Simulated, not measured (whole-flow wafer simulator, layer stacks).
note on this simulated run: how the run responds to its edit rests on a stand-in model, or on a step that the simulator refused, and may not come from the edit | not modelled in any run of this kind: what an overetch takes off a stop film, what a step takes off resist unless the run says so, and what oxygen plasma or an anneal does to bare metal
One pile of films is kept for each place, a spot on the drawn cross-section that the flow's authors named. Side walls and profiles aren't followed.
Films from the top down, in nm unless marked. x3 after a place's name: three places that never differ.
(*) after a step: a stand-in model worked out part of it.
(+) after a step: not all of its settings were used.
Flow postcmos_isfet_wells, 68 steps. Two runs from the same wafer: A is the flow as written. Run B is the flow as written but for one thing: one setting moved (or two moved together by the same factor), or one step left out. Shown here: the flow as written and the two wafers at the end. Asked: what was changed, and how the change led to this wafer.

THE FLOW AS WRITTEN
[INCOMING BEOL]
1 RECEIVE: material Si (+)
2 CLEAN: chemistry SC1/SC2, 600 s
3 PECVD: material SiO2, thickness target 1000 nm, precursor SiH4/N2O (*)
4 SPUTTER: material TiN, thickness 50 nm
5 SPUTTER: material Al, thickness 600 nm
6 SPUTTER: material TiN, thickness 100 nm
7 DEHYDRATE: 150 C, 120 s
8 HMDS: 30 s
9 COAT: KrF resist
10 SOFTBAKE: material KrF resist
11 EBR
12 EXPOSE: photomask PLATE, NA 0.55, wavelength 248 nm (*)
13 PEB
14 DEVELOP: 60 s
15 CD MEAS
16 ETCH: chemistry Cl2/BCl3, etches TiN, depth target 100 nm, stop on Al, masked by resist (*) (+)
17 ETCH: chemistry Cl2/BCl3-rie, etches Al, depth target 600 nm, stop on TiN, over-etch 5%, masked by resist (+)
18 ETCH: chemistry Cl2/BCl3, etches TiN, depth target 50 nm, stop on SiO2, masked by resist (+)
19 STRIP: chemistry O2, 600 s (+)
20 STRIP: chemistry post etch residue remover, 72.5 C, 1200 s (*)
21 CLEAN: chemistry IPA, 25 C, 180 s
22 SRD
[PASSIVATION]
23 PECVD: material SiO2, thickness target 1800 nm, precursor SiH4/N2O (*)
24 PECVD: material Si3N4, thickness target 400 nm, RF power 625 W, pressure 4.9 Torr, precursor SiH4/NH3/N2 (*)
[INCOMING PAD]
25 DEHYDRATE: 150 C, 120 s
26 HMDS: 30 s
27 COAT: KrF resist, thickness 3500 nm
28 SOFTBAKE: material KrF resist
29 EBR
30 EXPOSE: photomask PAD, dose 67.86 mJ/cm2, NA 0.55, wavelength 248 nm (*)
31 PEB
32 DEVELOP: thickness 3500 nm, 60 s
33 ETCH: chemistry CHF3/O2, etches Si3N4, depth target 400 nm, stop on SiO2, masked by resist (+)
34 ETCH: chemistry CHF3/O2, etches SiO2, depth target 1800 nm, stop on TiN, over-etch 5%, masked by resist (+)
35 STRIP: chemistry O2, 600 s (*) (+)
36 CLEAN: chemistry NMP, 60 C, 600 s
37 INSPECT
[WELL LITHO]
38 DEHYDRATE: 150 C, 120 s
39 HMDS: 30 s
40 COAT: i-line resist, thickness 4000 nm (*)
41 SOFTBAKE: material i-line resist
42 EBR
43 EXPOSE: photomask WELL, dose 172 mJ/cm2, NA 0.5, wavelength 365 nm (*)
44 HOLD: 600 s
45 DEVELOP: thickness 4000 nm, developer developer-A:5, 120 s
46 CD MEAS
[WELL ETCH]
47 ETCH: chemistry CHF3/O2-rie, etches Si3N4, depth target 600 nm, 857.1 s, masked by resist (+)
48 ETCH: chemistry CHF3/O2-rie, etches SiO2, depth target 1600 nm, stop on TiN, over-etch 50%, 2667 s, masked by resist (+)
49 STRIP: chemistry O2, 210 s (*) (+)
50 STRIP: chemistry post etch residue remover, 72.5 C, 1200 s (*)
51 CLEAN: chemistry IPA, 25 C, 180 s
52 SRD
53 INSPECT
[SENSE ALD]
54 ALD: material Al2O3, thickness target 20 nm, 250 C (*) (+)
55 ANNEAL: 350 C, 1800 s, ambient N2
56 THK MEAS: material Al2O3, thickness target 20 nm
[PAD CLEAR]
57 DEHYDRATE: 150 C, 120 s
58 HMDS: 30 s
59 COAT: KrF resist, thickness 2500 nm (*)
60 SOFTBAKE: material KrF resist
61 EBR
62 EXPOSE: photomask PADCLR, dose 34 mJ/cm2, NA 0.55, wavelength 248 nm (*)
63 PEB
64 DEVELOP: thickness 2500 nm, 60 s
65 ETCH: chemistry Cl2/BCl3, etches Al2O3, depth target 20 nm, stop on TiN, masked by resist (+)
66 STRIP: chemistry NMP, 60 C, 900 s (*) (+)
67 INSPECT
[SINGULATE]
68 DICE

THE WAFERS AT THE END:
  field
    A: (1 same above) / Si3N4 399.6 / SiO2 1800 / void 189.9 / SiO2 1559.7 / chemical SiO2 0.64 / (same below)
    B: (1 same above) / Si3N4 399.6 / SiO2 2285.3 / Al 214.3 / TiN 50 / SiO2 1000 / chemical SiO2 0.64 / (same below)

The cause: step 17, ETCH: depth target 330 nm was run, where the flow has depth target 600 nm.

How the change led to this, step by step:
  17 ETCH: chemistry Cl2/BCl3-rie, etches Al, depth target 600 nm, stop on TiN, over-etch 5%, masked by resist (+)
      field: A Al -600 (all of it) | B Al -330
      margin, well900, well1300 x3, pad_rim, pad_clr, pad_open: A KrF resist -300 | B KrF resist -165
  18 ETCH: chemistry Cl2/BCl3, etches TiN, depth target 50 nm, stop on SiO2, masked by resist (+)
      field: A TiN -50 (all of it) | B Al -50
  19 STRIP: chemistry O2, 600 s (+)
      margin, well900, well1300 x3, pad_rim, pad_clr, pad_open: A KrF resist -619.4 (all of it) | B KrF resist -754.4 (all of it)
  20 STRIP: chemistry post etch residue remover, 72.5 C, 1200 s (*)
      field: A nothing | B Al -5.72
  23 PECVD: material SiO2, thickness target 1800 nm, precursor SiH4/N2O (*)
      field: A SiO2 +1800 (new film), void +189.9 (new film), SiO2 +559.7 | B SiO2 +2285.3 (new film)
Counting metal films that touch as one body, field has 1 body; the flow as written gives 0 bodies.
